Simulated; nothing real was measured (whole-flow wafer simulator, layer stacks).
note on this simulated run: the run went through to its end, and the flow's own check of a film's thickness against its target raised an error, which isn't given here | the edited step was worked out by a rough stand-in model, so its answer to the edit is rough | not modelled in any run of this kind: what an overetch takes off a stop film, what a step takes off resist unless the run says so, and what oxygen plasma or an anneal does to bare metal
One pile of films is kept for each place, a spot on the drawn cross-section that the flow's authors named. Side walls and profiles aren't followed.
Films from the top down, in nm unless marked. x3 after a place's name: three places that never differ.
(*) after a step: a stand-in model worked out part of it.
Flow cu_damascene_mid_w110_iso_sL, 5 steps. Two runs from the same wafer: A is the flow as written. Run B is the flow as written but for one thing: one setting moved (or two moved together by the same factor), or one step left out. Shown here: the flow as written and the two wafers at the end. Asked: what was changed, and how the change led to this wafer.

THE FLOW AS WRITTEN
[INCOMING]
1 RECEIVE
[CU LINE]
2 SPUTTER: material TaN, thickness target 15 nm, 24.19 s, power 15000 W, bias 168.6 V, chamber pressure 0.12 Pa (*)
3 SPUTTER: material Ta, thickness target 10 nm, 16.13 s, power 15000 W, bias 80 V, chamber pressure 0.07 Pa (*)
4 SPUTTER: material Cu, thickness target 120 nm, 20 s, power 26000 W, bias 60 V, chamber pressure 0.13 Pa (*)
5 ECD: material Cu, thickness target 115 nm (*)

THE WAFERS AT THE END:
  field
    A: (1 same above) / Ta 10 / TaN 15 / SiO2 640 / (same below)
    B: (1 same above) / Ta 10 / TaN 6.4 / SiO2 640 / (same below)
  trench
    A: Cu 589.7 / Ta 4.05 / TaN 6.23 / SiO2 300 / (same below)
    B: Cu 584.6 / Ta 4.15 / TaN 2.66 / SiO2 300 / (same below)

The cause: step 2, SPUTTER: thickness target 6.4 nm was run, where the flow has thickness target 15 nm; step 2, SPUTTER: 10.28 s was run, where the flow has 24.19 s.
It can be read off the wafer: field has TaN 6.4, and step 2 as written asks for 15 nm.

How the change led to this, step by step:
  2 SPUTTER: material TaN, thickness target 15 nm, 24.19 s, power 15000 W, bias 168.6 V, chamber pressure 0.12 Pa (*)
      field: A TaN +15 (new film) | B TaN +6.4 (new film)
      trench: A TaN +6.23 (new film) | B TaN +2.66 (new film)
  4 SPUTTER: material Cu, thickness target 120 nm, 20 s, power 26000 W, bias 60 V, chamber pressure 0.13 Pa (*)
      trench: A Cu +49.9 (new film) | B Cu +51.4 (new film)
